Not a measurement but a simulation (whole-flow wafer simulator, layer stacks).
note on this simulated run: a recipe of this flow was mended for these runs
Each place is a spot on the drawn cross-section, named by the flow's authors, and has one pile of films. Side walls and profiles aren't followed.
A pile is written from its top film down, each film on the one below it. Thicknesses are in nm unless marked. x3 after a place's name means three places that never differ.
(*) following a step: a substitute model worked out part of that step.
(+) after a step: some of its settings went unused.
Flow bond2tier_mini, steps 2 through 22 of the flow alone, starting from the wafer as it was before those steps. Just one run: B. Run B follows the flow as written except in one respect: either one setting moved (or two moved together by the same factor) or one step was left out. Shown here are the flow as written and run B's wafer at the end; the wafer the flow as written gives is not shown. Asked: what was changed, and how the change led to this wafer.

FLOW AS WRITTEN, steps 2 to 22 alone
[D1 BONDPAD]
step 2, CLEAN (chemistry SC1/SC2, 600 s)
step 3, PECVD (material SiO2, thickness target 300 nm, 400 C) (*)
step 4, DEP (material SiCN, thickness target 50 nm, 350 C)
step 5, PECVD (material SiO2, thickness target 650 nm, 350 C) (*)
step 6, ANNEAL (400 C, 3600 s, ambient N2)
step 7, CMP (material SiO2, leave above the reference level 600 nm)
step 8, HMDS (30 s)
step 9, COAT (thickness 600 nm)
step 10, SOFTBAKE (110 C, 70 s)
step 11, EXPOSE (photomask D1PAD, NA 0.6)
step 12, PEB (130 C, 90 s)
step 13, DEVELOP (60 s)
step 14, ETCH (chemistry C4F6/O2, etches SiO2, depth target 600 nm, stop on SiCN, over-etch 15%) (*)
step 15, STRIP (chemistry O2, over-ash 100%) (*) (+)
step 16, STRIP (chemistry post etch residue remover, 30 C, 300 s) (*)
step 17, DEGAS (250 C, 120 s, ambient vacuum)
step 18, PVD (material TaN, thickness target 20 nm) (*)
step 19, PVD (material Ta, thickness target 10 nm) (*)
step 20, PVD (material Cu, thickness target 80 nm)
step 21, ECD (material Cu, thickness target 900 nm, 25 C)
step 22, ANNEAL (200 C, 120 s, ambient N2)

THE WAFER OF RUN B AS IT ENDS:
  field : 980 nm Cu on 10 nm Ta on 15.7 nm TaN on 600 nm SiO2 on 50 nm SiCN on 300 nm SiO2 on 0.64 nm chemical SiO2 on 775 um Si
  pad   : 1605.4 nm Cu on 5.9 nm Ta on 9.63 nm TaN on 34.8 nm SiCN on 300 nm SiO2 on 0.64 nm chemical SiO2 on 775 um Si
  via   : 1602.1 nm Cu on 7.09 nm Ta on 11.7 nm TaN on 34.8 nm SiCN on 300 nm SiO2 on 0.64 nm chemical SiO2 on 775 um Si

The reason: step 18, PVD: thickness target 15.7 nm was run, whereas the flow has thickness target 20 nm.
The wafer lets one read it off: field has TaN 15.7, and step 18 as written asks for 20 nm.

Step by step, how the change led to this:
  step 18, PVD (material TaN, thickness target 20 nm) (*)
      field: +15.7 TaN (new film) (as written it would have been: +20 TaN (new film))
      pad: +9.63 TaN (new film) (as written it would have been: +12.3 TaN (new film))
      (also at 1 further place)
